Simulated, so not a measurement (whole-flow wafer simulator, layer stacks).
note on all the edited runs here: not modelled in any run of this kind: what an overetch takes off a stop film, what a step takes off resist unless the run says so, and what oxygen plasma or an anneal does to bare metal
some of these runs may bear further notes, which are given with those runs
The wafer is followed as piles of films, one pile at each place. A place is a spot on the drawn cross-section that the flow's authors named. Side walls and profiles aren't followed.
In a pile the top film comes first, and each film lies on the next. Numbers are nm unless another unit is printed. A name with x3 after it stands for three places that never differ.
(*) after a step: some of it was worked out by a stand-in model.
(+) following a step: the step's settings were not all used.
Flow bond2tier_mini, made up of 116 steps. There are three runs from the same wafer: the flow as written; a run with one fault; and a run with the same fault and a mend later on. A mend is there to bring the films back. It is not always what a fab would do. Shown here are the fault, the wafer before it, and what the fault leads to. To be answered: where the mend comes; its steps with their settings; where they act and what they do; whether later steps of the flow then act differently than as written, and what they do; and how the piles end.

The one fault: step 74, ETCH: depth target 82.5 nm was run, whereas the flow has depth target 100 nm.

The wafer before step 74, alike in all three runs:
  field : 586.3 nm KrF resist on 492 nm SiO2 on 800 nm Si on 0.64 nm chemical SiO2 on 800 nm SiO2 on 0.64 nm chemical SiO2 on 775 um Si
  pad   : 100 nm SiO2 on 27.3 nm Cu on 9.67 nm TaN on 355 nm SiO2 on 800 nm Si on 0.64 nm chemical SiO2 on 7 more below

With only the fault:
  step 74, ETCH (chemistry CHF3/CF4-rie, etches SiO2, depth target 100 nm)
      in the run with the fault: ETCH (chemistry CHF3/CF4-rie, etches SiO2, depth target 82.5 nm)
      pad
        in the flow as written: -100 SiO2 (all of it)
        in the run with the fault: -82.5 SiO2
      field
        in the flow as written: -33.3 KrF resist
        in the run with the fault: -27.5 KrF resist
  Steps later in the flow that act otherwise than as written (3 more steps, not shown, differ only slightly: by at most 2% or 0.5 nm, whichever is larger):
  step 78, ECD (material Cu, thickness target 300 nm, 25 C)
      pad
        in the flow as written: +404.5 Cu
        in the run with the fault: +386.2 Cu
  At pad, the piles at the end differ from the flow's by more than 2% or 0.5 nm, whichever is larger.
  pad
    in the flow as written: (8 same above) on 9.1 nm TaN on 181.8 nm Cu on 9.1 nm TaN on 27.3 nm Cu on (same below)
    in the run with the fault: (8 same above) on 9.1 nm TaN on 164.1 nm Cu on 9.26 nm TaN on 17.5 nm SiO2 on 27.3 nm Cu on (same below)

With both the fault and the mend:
  After step 75 comes the mend.
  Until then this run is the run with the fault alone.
  step 75a, COAT (KrF resist, thickness 600 nm) (*) (the flow's step 69 again)
      field
        +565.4 KrF resist (new film)
      pad
        +636.2 KrF resist (new film)
  step 75b, SOFTBAKE (KrF resist) (the flow's step 70 again)
      alters no film at any place that is followed
  step 75c, EXPOSE (photomask T2PAD, NA 0.6) (the flow's step 71 again)
      alters no film at any place that is followed
  step 75d, PEB (KrF resist) (the flow's step 72 again)
      alters no film at any place that is followed
  step 75e, DEVELOP (developer TMAH-0.26N, 60 s) (the flow's step 73 again)
      field
        -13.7 KrF resist
      pad
        -636.2 KrF resist (all of it)
  step 75f, ETCH (chemistry CHF3/CF4-rie, etches SiO2, depth target 17.5 nm) (the flow's step 74 again, with other settings)
      field
        -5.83 KrF resist
      pad
        -17.5 SiO2 (all of it)
  step 75g, STRIP (chemistry O2, over-ash 100%) (+) (the flow's step 75 again)
      field
        -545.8 KrF resist (all of it)
  Every later step of the flow that is run acts as written at every place that is followed.
  The piles end the same as the flow's at every place that both follow.
